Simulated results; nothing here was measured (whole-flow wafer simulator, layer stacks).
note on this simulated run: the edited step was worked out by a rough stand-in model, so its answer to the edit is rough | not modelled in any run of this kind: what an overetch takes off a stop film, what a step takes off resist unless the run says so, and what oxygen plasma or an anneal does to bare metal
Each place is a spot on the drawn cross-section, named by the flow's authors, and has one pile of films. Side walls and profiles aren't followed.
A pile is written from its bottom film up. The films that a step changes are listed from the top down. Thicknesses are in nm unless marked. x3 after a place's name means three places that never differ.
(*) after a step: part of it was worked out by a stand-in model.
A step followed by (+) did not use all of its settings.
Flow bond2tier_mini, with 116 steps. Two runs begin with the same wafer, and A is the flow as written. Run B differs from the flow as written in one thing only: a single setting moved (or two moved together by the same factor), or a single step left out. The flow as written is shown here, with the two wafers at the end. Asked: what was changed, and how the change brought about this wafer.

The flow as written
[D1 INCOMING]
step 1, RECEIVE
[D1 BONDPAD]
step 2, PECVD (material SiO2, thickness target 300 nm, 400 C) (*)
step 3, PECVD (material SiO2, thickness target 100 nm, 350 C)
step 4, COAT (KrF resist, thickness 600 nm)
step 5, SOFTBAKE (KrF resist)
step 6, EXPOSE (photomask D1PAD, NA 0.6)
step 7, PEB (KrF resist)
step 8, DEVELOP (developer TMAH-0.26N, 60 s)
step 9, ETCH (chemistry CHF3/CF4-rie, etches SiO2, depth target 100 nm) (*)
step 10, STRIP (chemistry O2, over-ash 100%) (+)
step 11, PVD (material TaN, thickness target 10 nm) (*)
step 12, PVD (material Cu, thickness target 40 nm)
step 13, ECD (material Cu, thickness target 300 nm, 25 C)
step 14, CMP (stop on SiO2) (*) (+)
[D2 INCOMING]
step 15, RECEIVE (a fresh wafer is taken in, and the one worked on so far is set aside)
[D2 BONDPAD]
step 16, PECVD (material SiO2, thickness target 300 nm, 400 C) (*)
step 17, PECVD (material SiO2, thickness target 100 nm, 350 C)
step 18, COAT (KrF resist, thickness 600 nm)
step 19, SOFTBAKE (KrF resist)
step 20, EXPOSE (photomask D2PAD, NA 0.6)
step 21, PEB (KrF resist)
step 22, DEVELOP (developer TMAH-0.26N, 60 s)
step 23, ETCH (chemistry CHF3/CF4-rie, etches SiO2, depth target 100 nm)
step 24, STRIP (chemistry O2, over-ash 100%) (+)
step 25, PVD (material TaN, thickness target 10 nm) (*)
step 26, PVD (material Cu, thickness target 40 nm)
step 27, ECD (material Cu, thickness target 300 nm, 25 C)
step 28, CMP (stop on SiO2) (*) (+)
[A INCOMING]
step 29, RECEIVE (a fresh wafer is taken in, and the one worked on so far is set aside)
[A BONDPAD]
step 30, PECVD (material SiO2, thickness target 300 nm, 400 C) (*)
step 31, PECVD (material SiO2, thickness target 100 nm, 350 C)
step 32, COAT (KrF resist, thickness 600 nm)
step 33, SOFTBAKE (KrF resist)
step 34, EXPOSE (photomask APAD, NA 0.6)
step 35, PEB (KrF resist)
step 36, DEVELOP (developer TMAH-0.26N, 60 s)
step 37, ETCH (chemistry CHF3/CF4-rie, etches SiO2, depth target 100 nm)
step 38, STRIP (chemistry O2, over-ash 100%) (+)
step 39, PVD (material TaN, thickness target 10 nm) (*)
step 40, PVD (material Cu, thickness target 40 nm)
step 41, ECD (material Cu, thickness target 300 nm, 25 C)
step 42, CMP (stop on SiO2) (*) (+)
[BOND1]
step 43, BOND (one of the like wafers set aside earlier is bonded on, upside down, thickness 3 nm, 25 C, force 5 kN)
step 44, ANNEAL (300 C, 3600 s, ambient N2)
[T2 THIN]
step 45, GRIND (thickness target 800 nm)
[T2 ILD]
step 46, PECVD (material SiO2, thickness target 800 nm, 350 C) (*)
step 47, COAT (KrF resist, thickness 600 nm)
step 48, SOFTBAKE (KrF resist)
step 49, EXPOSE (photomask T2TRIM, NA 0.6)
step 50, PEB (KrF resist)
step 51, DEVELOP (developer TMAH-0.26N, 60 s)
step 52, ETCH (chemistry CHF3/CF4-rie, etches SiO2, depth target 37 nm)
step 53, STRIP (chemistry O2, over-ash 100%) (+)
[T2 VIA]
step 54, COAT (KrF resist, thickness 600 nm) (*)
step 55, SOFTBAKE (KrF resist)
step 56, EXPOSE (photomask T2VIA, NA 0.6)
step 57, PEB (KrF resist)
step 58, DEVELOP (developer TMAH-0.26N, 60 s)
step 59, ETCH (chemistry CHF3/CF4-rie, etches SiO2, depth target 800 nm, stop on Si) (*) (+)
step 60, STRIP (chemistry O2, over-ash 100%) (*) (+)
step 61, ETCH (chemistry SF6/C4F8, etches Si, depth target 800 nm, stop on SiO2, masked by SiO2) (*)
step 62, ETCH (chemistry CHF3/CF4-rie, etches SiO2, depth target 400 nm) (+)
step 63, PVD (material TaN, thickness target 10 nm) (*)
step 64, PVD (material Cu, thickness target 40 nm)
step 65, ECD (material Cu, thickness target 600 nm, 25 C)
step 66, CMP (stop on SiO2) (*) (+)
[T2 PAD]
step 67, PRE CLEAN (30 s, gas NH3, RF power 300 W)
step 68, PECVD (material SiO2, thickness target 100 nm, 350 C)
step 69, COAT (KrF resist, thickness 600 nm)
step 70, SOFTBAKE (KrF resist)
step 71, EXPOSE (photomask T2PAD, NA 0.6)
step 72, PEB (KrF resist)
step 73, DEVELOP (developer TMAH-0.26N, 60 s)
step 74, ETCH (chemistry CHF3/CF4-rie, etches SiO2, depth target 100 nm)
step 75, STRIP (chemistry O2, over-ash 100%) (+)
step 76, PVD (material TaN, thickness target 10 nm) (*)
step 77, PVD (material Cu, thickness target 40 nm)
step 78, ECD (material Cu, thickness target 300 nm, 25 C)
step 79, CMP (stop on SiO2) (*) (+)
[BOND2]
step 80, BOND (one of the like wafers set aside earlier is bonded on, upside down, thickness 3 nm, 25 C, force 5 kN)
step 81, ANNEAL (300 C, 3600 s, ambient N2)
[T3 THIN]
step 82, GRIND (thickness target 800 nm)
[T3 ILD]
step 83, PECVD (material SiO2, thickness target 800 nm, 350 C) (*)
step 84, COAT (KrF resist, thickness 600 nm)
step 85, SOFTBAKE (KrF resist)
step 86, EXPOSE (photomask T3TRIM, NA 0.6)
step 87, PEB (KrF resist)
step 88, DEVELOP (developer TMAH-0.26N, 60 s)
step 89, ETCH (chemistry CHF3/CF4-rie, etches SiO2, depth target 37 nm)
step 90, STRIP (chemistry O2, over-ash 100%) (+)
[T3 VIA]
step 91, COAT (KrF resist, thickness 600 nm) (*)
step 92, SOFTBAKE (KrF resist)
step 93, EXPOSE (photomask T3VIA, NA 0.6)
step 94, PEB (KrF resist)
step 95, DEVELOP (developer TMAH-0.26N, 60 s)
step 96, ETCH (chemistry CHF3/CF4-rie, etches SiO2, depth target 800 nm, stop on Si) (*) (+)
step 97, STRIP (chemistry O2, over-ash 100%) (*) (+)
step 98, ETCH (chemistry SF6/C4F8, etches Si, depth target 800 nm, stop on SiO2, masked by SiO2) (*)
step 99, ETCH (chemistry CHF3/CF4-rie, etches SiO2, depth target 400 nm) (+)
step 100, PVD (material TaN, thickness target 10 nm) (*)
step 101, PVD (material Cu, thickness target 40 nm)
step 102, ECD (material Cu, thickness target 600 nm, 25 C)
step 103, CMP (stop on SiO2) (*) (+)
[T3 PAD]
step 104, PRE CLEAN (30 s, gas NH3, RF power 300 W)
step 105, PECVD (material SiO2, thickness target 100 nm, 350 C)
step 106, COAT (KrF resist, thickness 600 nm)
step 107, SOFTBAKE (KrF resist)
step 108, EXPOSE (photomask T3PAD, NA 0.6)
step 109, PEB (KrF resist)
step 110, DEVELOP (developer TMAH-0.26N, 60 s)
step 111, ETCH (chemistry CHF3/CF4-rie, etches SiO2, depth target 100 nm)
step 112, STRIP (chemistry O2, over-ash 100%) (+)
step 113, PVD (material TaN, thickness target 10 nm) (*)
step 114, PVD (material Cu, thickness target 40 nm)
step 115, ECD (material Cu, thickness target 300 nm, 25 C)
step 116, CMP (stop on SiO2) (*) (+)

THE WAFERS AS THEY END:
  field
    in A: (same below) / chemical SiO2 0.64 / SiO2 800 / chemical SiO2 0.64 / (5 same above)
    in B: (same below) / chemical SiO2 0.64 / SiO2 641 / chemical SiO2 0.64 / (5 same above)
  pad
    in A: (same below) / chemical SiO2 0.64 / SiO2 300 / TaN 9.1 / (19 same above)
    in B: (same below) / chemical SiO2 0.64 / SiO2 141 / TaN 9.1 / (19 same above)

Cause: step 30, PECVD: thickness target 141 nm was run, while the flow as written has thickness target 300 nm.
One can read it off the wafer: pad has SiO2 141, and step 30 as written asks for 300 nm.

The path from the change to this, step by step:
  step 30, PECVD (material SiO2, thickness target 300 nm, 400 C) (*)
      field, pad, via: A SiO2 gains 300 (new film) | B SiO2 gains 141 (new film)
